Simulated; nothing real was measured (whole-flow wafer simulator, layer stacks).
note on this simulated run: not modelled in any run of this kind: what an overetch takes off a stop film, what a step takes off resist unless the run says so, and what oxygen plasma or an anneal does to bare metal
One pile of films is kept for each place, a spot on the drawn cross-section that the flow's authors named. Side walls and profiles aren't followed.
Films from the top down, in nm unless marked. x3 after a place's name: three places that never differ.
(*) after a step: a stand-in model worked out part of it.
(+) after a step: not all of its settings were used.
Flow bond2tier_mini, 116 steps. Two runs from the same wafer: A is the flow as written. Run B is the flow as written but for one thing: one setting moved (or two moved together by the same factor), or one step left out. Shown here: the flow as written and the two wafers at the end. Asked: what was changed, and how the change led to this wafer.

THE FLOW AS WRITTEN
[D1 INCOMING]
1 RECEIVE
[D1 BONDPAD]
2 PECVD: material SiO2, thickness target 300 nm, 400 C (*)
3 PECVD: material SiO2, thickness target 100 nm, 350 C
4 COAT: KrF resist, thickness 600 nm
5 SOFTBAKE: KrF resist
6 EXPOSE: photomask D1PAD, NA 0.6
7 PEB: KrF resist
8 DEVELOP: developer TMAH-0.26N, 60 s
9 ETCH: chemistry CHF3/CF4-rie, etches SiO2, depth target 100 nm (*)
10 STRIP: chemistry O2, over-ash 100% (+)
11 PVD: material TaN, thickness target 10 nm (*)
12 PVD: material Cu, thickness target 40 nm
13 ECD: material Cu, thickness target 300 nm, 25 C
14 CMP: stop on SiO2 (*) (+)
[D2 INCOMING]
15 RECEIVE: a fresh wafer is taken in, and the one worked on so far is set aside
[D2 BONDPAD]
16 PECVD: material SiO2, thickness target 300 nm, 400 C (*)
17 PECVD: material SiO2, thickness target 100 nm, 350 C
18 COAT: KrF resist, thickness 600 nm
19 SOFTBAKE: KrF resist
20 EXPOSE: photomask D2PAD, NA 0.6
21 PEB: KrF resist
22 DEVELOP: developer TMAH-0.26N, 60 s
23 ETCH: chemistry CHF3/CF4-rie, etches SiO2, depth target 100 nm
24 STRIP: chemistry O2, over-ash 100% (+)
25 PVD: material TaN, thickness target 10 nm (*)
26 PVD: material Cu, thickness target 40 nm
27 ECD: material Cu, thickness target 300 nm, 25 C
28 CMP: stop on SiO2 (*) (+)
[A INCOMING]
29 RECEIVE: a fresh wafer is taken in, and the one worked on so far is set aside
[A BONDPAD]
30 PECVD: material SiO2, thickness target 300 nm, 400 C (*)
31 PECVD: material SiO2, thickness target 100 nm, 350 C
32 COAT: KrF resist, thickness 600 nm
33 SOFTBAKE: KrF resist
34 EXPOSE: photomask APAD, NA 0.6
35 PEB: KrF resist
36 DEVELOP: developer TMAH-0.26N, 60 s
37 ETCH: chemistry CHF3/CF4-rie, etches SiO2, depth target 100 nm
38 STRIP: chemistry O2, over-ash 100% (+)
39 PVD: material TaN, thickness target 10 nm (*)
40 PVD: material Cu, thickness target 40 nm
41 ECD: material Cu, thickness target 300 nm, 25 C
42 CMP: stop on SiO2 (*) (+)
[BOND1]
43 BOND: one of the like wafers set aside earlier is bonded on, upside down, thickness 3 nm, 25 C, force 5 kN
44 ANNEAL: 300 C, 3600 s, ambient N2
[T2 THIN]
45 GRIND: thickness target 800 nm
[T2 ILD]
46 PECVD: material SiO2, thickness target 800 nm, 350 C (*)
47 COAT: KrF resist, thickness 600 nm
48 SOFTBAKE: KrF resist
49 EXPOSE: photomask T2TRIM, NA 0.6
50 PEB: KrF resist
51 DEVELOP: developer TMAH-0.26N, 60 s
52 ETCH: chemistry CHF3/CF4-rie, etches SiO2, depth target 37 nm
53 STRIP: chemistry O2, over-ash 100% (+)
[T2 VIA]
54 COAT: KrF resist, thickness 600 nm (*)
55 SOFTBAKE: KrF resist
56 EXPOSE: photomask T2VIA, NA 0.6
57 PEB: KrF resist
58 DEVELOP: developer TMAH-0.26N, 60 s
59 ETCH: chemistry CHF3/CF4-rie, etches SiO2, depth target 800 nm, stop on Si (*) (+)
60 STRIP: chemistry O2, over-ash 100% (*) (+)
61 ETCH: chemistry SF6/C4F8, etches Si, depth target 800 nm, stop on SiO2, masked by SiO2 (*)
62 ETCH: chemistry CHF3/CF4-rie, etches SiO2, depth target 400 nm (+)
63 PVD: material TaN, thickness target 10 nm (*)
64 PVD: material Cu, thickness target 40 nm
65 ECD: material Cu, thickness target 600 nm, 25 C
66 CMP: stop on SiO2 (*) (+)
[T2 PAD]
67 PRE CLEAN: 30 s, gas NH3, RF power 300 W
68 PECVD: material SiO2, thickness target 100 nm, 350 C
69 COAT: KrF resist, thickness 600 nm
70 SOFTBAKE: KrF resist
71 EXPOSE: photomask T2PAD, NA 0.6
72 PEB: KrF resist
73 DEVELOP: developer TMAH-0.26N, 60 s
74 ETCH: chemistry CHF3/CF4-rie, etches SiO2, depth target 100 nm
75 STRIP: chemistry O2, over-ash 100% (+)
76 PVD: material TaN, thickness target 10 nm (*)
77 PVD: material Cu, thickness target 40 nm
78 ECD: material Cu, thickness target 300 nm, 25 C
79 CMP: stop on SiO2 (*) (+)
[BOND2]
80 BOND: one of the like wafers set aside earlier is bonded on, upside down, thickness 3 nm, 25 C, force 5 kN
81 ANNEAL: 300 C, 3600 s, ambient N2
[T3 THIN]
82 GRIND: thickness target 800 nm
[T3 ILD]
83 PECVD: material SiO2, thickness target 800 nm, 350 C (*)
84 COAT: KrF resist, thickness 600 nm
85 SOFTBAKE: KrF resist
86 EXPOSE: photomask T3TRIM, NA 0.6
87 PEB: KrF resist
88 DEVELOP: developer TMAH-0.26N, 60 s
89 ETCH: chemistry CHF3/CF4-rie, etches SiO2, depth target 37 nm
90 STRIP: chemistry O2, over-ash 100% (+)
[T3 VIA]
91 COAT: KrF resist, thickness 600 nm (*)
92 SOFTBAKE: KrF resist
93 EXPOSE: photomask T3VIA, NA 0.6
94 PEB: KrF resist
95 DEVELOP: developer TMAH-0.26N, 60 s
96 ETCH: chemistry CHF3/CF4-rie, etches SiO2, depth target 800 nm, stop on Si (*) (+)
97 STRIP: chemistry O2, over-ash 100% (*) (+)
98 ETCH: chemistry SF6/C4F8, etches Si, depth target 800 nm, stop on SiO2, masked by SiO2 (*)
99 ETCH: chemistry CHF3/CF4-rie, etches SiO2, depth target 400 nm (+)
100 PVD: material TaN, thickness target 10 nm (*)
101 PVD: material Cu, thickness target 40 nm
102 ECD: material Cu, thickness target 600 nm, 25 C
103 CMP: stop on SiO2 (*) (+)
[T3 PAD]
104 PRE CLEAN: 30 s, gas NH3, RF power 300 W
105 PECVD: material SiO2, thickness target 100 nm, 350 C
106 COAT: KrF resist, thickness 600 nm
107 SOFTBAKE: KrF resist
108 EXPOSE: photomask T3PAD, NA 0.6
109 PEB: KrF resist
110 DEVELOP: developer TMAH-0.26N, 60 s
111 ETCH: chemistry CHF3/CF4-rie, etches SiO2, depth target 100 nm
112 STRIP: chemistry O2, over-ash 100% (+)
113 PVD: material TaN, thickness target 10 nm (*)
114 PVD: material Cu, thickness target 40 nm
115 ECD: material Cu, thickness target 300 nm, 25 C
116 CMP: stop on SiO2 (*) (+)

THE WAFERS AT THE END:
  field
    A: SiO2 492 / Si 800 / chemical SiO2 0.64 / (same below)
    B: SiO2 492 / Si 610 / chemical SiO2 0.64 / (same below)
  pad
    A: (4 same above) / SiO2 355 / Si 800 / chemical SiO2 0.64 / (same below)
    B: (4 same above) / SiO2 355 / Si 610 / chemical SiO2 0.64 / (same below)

The cause: step 82, GRIND: thickness target 610 nm was run, where the flow has thickness target 800 nm.
It can be read off the wafer: field has Si 610, and step 82 as written asks for 800 nm.

How the change led to this, step by step:
  82 GRIND: thickness target 800 nm
      field, pad: A Si -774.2 um | B Si -774.39 um
